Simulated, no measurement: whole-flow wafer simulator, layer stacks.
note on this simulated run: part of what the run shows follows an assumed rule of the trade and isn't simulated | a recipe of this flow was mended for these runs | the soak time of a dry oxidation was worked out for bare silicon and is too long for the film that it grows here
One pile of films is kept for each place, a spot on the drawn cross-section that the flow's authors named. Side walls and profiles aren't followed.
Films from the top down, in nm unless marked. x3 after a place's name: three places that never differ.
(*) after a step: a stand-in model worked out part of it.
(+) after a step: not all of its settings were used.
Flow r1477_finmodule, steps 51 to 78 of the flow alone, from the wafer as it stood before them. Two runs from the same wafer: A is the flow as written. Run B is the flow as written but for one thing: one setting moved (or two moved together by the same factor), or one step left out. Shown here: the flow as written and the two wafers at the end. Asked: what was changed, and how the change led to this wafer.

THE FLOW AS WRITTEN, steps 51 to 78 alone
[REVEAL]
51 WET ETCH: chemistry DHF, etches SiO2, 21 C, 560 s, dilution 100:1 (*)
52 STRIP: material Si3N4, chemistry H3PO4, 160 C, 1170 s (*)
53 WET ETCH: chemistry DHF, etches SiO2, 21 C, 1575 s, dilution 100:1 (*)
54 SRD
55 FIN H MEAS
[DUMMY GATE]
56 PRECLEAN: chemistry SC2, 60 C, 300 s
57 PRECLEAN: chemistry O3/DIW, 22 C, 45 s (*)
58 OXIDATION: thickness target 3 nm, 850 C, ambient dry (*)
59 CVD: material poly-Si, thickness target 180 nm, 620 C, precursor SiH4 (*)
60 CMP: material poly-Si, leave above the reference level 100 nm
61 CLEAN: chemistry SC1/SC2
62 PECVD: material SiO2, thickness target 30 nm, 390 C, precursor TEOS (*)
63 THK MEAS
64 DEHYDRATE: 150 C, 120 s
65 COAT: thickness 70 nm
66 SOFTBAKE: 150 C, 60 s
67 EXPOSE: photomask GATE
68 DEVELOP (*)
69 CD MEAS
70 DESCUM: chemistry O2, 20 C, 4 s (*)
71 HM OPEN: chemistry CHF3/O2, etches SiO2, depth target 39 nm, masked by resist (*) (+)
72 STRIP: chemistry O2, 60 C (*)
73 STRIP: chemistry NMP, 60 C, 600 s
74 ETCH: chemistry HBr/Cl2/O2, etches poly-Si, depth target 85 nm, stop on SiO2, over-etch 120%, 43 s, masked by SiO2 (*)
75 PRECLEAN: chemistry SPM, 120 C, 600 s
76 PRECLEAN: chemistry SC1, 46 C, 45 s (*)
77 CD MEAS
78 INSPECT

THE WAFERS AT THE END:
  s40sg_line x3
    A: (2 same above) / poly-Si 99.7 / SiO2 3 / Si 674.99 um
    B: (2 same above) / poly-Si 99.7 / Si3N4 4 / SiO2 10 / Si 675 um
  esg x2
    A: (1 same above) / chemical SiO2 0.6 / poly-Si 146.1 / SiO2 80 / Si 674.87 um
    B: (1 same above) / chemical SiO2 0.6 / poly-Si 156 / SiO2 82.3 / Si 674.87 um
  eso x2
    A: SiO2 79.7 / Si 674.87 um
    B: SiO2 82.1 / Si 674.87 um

The cause: step 52, STRIP: 533.5 s was run, where the flow has 1170 s.

How the change led to this, step by step:
  52 STRIP: material Si3N4, chemistry H3PO4, 160 C, 1170 s (*)
      s40sg_line x3, s40so_line x3: A Si3N4 -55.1 (all of it), SiO2 -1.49 | B Si3N4 -46.8
      pad, padg, esg x2 and 18 more: A SiO2 -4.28 | B SiO2 -1.95
      (and at 8 more places)
  53 WET ETCH: chemistry DHF, etches SiO2, 21 C, 1575 s, dilution 100:1 (*)
      s40sg_line x3, s40so_line x3: A SiO2 -8.51 (all of it) | B Si3N4 -4.28
      elg x4, elo x4: A SiO2 -7.85 (all of it) | B SiO2 -9.6 (all of it)
  57 PRECLEAN: chemistry O3/DIW, 22 C, 45 s (*)
      s40sg_line x3, s40so_line x3: A chemical SiO2 +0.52, Si -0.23 | B nothing
  58 OXIDATION: thickness target 3 nm, 850 C, ambient dry (*)
      s40sg_line x3, s40so_line x3: A SiO2 +3 (new film), chemical SiO2 -0.85 (all of it), Si -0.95 | B nothing
  59 CVD: material poly-Si, thickness target 180 nm, 620 C, precursor SiH4 (*)
      s40cg x3, s40sg x3, s40co x3, s40so x3: A poly-Si +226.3 (new film) | B poly-Si +236.3 (new film)
  60 CMP: material poly-Si, leave above the reference level 100 nm
      elg x4, esg x2, e100sg, elo x4, eso x2, e100so: A poly-Si -80 | B poly-Si -67.7
      pad, padg: A poly-Si -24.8 | B poly-Si -14.8
      (and at 2 more places)
  74 ETCH: chemistry HBr/Cl2/O2, etches poly-Si, depth target 85 nm, stop on SiO2, over-etch 120%, 43 s, masked by SiO2 (*)
      s40so_line x3: A chemical SiO2 -1.12 (all of it), poly-Si -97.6 (all of it), SiO2 -0.45 | B chemical SiO2 -1.12 (all of it), poly-Si -97.6 (all of it), Si3N4 -4 (all of it), SiO2 -2.7
      eso x2, e100so, e200so, s40co x3, s40so x3: A chemical SiO2 -1.12 (all of it), poly-Si -143.9 (all of it), SiO2 -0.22 | B chemical SiO2 -1.12 (all of it), poly-Si -153.9 (all of it), SiO2 -0.17
      (and at 5 more places)
